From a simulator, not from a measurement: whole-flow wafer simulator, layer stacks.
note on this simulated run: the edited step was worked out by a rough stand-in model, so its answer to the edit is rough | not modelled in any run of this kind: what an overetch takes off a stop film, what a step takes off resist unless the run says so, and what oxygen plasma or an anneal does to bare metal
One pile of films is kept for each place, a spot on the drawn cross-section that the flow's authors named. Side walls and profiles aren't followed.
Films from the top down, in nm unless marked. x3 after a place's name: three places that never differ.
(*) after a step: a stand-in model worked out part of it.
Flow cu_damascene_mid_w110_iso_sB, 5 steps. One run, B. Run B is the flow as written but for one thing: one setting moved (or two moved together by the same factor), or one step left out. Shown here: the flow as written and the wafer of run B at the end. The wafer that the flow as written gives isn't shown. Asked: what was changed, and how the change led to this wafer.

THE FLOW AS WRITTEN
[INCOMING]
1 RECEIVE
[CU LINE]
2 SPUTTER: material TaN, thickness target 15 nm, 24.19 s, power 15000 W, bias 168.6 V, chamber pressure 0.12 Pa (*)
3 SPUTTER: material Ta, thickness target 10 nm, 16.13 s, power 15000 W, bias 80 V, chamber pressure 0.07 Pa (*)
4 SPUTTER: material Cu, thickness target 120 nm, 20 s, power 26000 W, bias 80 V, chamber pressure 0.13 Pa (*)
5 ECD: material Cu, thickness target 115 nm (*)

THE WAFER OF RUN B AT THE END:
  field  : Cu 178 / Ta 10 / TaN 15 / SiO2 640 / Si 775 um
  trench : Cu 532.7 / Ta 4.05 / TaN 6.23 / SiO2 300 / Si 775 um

The cause: step 4, SPUTTER: thickness target 63 nm was run, where the flow has thickness target 120 nm; step 4, SPUTTER: 10.5 s was run, where the flow has 20 s.

How the change led to this, step by step:
  4 SPUTTER: material Cu, thickness target 120 nm, 20 s, power 26000 W, bias 80 V, chamber pressure 0.13 Pa (*)
      field: Cu +63 (new film) (as written it would be: Cu +120 (new film))
      trench: Cu +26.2 (new film) (as written it would be: Cu +49.9 (new film))
  5 ECD: material Cu, thickness target 115 nm (*)
      trench: Cu +506.5 (as written it would be: Cu +539.8)
